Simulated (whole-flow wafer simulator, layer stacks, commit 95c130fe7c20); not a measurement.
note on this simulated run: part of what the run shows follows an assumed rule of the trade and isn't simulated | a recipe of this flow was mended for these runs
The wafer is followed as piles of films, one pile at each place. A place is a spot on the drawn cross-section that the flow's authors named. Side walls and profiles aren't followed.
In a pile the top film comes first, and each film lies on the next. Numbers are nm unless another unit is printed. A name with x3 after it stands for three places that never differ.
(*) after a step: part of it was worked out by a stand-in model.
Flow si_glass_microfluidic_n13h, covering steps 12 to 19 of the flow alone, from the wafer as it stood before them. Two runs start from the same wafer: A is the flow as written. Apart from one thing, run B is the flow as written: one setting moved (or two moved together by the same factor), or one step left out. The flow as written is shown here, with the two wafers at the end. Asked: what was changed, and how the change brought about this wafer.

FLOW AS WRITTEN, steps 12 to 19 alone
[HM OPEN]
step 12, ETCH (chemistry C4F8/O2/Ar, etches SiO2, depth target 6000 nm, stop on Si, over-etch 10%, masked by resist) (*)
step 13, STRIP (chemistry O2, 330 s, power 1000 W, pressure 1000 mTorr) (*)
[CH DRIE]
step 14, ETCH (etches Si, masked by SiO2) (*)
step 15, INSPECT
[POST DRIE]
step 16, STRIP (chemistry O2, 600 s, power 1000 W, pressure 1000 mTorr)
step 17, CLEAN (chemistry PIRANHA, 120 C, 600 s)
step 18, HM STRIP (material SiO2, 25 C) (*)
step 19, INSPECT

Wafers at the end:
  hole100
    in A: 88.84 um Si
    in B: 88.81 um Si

What caused this: step 12, ETCH: over-etch 13.9% was run, whereas the flow has over-etch 10%.

How this came from the change, step by step:
  step 12, ETCH (chemistry C4F8/O2/Ar, etches SiO2, depth target 6000 nm, stop on Si, over-etch 10%, masked by resist) (*)
      land: A -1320 thick-i-line-resist | B -1366.8 thick-i-line-resist
      hole100: A -6000 SiO2 (all of it), -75 Si | B -6000 SiO2 (all of it), -104.2 Si
